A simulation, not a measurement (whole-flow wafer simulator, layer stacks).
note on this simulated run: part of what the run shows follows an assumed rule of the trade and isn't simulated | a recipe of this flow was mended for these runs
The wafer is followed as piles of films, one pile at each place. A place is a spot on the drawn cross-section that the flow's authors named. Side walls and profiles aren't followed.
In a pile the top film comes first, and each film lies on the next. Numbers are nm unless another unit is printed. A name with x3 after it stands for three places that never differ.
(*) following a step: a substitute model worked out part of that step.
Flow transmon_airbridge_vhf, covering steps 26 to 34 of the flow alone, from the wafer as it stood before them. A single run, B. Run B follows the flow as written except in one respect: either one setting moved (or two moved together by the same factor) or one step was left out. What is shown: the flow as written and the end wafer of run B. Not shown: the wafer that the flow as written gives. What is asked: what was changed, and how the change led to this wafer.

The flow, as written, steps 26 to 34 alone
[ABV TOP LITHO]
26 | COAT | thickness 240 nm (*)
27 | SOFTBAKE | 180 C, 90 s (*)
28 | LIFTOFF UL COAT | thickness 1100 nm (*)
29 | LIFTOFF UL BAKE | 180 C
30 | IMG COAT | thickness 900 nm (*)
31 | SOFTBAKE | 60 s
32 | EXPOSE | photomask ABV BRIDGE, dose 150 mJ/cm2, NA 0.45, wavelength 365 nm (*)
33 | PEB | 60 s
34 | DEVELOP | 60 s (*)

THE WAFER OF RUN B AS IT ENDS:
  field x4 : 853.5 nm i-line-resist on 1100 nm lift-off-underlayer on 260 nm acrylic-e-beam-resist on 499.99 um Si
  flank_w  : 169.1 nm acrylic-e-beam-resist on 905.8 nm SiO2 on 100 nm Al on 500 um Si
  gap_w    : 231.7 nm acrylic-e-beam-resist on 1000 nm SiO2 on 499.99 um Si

Cause: step 26, COAT: thickness 260 nm was run, though the flow has thickness 240 nm.
One can read it off the wafer: field x4 has acrylic-e-beam-resist 260, and step 26 as written asks for 240 nm.

How this came from the change, step by step:
  26 | COAT | thickness 240 nm (*)
      field x4, trace_open_s x2: acrylic-e-beam-resist gains 260 (new film) (in the flow as written it would be: acrylic-e-beam-resist gains 240 (new film))
      flank_w, flank_e: acrylic-e-beam-resist gains 169.1 (new film) (in the flow as written it would be: acrylic-e-beam-resist gains 155.2 (new film))
      (as well as at 9 more places)
